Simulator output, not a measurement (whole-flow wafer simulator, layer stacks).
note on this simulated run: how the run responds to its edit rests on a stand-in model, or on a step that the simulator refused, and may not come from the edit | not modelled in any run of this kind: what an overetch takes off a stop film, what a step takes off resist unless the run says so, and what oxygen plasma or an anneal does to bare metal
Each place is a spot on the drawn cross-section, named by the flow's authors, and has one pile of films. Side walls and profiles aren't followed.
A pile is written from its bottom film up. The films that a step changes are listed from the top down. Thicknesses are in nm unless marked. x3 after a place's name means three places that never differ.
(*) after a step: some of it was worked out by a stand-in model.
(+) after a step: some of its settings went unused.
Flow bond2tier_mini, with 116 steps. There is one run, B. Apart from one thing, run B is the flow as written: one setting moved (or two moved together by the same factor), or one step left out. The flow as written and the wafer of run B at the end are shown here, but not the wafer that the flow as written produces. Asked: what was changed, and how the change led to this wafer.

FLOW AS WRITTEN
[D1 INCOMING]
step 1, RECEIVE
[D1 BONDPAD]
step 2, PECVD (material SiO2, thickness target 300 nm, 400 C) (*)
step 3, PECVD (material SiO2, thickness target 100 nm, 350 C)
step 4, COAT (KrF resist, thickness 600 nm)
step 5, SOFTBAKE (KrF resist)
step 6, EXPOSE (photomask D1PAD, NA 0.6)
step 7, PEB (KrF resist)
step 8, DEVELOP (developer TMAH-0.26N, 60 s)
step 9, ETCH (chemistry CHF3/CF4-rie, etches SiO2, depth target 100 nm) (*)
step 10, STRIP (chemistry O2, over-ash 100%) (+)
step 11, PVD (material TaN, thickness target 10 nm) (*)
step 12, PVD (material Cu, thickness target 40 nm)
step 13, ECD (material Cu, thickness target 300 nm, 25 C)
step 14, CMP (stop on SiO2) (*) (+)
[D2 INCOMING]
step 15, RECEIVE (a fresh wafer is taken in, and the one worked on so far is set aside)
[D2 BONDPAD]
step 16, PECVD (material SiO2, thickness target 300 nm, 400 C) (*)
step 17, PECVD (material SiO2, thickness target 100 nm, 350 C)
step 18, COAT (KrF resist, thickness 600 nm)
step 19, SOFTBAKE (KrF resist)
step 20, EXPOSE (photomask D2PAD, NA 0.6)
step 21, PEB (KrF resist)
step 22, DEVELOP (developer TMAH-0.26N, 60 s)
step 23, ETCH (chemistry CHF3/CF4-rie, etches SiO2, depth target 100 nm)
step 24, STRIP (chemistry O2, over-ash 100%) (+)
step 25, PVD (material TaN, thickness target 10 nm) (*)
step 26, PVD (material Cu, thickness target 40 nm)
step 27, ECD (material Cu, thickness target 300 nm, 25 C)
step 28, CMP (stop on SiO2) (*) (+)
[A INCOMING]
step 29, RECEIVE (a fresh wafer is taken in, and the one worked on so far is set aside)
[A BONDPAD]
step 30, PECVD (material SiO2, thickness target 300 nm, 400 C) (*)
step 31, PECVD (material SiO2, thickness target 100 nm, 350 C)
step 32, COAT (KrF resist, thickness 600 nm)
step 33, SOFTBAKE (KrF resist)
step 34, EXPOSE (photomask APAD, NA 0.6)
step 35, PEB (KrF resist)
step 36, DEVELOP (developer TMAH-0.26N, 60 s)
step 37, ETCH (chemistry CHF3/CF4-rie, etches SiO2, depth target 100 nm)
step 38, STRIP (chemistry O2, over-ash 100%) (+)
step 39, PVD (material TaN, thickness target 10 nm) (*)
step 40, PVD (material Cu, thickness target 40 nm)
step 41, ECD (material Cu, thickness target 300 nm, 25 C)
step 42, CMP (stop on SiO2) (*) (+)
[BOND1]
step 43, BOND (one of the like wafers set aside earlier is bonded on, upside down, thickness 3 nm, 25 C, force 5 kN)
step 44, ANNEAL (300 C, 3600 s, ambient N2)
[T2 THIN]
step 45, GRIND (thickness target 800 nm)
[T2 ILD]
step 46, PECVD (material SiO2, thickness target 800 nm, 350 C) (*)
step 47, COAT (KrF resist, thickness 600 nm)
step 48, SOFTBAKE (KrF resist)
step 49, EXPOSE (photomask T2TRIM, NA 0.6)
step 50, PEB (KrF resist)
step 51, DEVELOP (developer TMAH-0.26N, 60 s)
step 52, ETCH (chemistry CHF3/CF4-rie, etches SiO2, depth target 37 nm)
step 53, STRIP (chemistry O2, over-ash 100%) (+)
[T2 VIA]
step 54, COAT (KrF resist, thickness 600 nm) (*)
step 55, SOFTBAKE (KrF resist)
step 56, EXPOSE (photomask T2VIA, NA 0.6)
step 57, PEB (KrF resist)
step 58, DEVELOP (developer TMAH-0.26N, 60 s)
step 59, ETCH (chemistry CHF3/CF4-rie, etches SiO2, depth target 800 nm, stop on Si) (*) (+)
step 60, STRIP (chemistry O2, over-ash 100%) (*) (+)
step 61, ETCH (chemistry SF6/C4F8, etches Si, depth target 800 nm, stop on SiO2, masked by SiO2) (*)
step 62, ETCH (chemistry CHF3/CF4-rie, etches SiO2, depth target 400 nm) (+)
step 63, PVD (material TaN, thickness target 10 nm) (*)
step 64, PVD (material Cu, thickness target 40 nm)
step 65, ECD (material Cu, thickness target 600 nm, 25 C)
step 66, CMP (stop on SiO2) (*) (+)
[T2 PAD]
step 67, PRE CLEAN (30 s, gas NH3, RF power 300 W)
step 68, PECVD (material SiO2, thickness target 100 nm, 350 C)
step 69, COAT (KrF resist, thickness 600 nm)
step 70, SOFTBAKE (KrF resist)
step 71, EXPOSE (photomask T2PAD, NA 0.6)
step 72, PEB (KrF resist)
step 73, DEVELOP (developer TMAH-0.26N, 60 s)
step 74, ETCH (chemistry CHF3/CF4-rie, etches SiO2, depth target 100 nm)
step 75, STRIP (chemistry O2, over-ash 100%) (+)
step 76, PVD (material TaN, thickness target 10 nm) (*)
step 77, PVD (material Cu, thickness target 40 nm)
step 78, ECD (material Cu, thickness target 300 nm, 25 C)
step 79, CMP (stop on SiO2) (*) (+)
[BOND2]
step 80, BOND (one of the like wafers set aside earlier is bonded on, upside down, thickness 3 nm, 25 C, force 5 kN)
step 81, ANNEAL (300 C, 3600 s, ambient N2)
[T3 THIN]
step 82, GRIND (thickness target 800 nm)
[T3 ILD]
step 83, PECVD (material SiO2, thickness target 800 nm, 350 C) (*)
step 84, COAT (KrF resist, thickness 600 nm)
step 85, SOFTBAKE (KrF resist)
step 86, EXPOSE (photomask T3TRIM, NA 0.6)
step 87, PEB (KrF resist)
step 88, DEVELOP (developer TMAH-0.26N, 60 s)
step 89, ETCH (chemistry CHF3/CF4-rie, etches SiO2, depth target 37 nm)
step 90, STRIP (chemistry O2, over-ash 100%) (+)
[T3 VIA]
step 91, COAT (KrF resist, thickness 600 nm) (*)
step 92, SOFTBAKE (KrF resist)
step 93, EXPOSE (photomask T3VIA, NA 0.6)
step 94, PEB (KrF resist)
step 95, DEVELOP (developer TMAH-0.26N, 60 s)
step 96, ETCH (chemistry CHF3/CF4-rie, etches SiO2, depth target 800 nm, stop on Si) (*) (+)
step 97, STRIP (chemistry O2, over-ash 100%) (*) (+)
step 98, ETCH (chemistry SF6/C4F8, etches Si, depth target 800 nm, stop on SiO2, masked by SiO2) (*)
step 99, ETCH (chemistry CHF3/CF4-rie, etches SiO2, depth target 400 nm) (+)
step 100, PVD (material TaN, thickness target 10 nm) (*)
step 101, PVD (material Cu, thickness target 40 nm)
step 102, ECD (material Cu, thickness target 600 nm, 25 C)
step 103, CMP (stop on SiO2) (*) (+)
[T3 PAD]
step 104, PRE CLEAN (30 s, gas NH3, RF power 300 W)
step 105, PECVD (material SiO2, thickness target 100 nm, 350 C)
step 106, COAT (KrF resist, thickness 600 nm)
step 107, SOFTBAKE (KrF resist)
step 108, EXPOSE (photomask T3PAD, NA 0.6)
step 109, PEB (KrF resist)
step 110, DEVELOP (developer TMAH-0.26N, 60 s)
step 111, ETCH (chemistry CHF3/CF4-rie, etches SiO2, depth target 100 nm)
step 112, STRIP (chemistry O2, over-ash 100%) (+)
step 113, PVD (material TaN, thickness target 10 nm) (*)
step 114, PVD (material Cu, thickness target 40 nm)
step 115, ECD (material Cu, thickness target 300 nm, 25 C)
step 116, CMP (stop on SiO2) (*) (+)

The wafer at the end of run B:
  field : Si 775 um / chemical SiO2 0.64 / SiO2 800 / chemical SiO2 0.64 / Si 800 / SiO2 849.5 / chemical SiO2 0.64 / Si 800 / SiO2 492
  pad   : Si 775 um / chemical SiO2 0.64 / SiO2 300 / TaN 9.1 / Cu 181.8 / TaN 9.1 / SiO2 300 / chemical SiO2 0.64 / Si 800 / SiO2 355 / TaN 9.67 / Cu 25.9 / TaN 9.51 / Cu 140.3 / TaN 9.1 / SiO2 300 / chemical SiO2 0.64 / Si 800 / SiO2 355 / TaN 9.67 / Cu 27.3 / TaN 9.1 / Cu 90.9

Cause: step 68, PECVD: thickness target 57.5 nm was run, whereas the flow has thickness target 100 nm.

How this came from the change, step by step:
  step 68, PECVD (material SiO2, thickness target 100 nm, 350 C)
      field: +57.5 SiO2 (in the flow as written it would be: +100 SiO2)
      pad: +57.5 SiO2 (new film) (in the flow as written it would be: +100 SiO2 (new film))
  step 74, ETCH (chemistry CHF3/CF4-rie, etches SiO2, depth target 100 nm)
      pad: -57.5 SiO2 (all of it), -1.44 Cu (in the flow as written it would be: -100 SiO2 (all of it))
      field: -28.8 KrF resist (in the flow as written it would be: -33.3 KrF resist)
  step 77, PVD (material Cu, thickness target 40 nm)
      pad: +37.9 Cu (new film) (in the flow as written it would be: +36.4 Cu (new film))
  step 78, ECD (material Cu, thickness target 300 nm, 25 C)
      pad: +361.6 Cu (in the flow as written it would be: +404.5 Cu)
